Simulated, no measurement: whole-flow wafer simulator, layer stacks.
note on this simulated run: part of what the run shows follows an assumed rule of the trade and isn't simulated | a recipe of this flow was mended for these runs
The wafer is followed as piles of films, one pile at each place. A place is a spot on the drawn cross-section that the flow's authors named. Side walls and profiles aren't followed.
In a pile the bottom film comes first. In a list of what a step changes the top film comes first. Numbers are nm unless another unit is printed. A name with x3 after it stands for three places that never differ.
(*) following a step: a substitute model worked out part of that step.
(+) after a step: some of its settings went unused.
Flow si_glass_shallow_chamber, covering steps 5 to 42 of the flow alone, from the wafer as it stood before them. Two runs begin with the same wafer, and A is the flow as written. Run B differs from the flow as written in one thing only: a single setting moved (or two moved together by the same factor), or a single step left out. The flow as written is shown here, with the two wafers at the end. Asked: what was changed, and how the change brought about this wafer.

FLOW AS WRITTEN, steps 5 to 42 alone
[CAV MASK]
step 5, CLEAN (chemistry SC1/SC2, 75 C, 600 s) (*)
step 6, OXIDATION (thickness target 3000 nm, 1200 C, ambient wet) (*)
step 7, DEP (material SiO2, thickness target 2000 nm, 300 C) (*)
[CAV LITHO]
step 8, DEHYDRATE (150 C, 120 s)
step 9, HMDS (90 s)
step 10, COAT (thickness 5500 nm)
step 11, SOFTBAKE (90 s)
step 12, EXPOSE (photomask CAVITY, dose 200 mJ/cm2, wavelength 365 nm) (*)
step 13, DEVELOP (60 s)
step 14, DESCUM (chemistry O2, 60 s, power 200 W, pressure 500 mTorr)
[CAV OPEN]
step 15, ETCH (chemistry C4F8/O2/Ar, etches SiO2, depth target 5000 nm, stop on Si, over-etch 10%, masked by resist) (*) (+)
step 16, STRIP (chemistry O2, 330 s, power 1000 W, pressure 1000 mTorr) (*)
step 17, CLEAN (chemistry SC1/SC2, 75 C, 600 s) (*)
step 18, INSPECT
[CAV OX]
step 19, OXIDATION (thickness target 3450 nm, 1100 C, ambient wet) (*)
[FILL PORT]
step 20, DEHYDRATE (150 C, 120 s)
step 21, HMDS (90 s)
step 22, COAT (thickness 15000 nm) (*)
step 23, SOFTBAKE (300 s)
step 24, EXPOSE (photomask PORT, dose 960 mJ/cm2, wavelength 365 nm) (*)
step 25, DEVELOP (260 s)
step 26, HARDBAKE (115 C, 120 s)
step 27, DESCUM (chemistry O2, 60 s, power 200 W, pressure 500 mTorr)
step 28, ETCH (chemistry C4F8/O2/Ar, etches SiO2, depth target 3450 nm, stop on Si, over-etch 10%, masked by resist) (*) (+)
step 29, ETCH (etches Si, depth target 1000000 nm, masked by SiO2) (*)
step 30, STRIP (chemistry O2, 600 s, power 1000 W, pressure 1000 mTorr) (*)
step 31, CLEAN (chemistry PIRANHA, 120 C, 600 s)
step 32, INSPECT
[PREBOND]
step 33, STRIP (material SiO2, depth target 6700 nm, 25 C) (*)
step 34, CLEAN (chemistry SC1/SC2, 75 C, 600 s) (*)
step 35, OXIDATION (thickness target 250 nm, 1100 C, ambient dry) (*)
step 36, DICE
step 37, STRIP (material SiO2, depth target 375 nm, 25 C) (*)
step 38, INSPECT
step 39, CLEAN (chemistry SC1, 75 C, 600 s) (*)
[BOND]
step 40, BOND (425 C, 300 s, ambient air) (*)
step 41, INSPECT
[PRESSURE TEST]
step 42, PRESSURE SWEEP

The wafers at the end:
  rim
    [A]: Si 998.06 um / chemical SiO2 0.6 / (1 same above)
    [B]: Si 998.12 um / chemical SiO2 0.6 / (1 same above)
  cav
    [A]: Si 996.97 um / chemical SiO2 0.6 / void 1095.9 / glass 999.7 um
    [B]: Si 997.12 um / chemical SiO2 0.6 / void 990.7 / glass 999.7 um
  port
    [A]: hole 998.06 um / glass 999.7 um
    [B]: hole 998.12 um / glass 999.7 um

What caused this: step 7, DEP: thickness target 2720 nm was run, though the flow has thickness target 2000 nm; step 17, CLEAN: 816 s was run, where the flow has 600 s.

The path from the change to this, step by step:
  step 7, DEP (material SiO2, thickness target 2000 nm, 300 C) (*)
      rim, ramp, cav, port, septum, ring: A SiO2 gains 2000 | B SiO2 gains 2720
  step 15, ETCH (chemistry C4F8/O2/Ar, etches SiO2, depth target 5000 nm, stop on Si, over-etch 10%, masked by resist) (*) (+)
      cav, port: A SiO2 loses 5000 (all of it), Si loses 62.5 | B SiO2 loses 5500
  step 16, STRIP (chemistry O2, 330 s, power 1000 W, pressure 1000 mTorr) (*)
      cav, port: A chemical SiO2 gains 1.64 (new film), Si loses 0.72 | B nothing
  step 17, CLEAN (chemistry SC1/SC2, 75 C, 600 s) (*)
      cav, port: A chemical SiO2 loses 1.04, Si loses 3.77 | B SiO2 loses 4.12
      rim, ramp, septum, ring: A SiO2 loses 6.06 | B SiO2 loses 8.24
  step 19, OXIDATION (thickness target 3450 nm, 1100 C, ambient wet) (*)
      cav, port: A SiO2 gains 3450 (new film), chemical SiO2 loses 0.6 (all of it), Si loses 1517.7 | B SiO2 gains 3246.2, Si loses 1428.3
      rim, ramp, septum, ring: A SiO2 gains 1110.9, Si loses 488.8 | B SiO2 gains 994.5, Si loses 437.6
  step 22, COAT (thickness 15000 nm) (*)
      rim: A thick-i-line-resist gains 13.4 um (new film) | B thick-i-line-resist gains 13.2 um (new film)
      ramp: A thick-i-line-resist gains 12.89 um (new film) | B thick-i-line-resist gains 12.63 um (new film)
      (also at 4 further places)
  step 23, SOFTBAKE (300 s)
      rim: A thick-i-line-resist loses 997 | B thick-i-line-resist loses 1134.3
      ramp: A thick-i-line-resist loses 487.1 | B thick-i-line-resist loses 560.5
      (also at 4 further places)
  step 25, DEVELOP (260 s)
      port: A thick-i-line-resist loses 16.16 um (all of it) | B thick-i-line-resist loses 16.3 um (all of it)
  step 26, HARDBAKE (115 C, 120 s)
      rim, ramp: A thick-i-line-resist loses 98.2 | B thick-i-line-resist loses 94.3
  step 28, ETCH (chemistry C4F8/O2/Ar, etches SiO2, depth target 3450 nm, stop on Si, over-etch 10%, masked by resist) (*) (+)
      port: A SiO2 loses 3450 (all of it), Si loses 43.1 | B SiO2 loses 3462.1 (all of it), Si loses 41.6
  step 29, ETCH (etches Si, depth target 1000000 nm, masked by SiO2) (*)
      rim, ramp: A thick-i-line-resist loses 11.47 um (all of it), SiO2 loses 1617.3 | B thick-i-line-resist loses 11.14 um (all of it), SiO2 loses 1793.8
      port: A hole gains 997.05 um (new film), Si loses 997.05 um (all of it) | B hole gains 997.21 um (new film), Si loses 997.21 um (all of it)
      (also at 2 further places)
  step 30, STRIP (chemistry O2, 600 s, power 1000 W, pressure 1000 mTorr) (*)
      cav: A thick-i-line-resist loses 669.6 (all of it) | B thick-i-line-resist loses 816.7 (all of it)
  step 33, STRIP (material SiO2, depth target 6700 nm, 25 C) (*)
      rim, ramp: A SiO2 loses 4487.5 (all of it) | B SiO2 loses 4912.5 (all of it)
      septum: A SiO2 loses 5732.1 (all of it) | B SiO2 loses 6318.6 (all of it)
      (also at 1 further place)
  step 40, BOND (425 C, 300 s, ambient air) (*)
      cav: A glass gains 999.7 um (new film), void gains 1095.9 (new film) | B glass gains 999.7 um (new film), void gains 990.7 (new film)
      port: A glass gains 999.7 um (new film), hole gains 1017.3 | B glass gains 999.7 um (new film), hole gains 910.5
